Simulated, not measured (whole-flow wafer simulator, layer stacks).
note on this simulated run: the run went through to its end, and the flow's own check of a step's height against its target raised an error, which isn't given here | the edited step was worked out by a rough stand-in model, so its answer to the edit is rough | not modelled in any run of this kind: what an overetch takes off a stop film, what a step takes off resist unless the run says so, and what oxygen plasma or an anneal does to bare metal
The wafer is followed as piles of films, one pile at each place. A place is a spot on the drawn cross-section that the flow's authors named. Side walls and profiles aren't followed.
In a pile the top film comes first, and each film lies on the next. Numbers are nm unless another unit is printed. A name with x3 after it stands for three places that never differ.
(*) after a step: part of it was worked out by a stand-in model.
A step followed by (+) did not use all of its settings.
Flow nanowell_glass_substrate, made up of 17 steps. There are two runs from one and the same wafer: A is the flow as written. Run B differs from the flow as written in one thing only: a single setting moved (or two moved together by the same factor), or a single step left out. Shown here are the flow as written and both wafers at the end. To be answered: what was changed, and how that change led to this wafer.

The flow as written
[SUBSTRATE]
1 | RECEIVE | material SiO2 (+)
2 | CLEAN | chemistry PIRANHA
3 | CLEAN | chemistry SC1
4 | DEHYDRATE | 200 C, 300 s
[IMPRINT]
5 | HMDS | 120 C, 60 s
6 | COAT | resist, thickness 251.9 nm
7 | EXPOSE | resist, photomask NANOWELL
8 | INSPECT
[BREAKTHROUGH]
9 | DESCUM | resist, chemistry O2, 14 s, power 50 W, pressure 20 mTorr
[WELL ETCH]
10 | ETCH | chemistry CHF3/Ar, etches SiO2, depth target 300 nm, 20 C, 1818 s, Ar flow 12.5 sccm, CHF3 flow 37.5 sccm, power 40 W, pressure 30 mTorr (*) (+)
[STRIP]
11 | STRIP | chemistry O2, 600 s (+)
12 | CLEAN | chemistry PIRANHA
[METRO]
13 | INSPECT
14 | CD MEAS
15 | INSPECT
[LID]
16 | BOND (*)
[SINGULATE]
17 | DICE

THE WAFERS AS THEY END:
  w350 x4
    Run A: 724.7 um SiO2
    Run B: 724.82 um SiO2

Cause: step 10, ETCH: depth target 175.5 nm was run, whereas the flow has depth target 300 nm; step 10, ETCH: 1064 s was run, where the flow has 1818 s.

How this came from the change, step by step:
  10 | ETCH | chemistry CHF3/Ar, etches SiO2, depth target 300 nm, 20 C, 1818 s, Ar flow 12.5 sccm, CHF3 flow 37.5 sccm, power 40 W, pressure 30 mTorr (*) (+)
      w350 x4: A -300 SiO2 | B -175.5 SiO2
      land: A -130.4 resist | B -76.3 resist
  11 | STRIP | chemistry O2, 600 s (+)
      land: A -125.9 resist (all of it) | B -180 resist (all of it)
